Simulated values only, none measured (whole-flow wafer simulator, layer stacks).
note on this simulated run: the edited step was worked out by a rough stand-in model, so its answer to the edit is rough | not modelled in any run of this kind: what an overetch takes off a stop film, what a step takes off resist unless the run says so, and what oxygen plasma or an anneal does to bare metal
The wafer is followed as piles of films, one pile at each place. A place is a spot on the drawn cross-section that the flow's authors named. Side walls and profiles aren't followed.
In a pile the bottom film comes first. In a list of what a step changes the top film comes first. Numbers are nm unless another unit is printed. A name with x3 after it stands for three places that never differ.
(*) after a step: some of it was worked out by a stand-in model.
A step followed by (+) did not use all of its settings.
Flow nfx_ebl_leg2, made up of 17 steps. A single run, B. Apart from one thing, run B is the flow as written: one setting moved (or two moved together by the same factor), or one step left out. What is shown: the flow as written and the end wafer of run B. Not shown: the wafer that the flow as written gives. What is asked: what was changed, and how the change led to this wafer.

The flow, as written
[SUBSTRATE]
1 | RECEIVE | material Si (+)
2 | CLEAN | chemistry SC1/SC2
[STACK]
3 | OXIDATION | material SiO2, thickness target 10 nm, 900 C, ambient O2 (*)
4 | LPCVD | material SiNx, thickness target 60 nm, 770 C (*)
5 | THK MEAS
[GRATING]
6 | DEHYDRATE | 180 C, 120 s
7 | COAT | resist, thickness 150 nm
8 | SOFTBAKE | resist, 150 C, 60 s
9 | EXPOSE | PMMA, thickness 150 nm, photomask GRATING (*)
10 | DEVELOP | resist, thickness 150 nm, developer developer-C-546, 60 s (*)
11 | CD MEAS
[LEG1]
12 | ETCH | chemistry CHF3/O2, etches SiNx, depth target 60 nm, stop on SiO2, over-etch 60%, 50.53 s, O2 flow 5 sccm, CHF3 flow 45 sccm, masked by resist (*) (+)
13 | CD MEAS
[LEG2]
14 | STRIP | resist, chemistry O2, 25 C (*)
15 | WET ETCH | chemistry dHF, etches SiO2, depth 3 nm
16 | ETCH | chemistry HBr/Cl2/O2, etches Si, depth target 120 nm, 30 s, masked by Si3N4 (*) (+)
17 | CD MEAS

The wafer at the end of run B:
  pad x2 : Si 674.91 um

Cause: step 16, ETCH: depth target 90 nm was run, while the flow as written has depth target 120 nm.

How this came from the change, step by step:
  16 | ETCH | chemistry HBr/Cl2/O2, etches Si, depth target 120 nm, 30 s, masked by Si3N4 (*) (+)
      pad x2: Si loses 90 (in the flow as written it would be: Si loses 120)
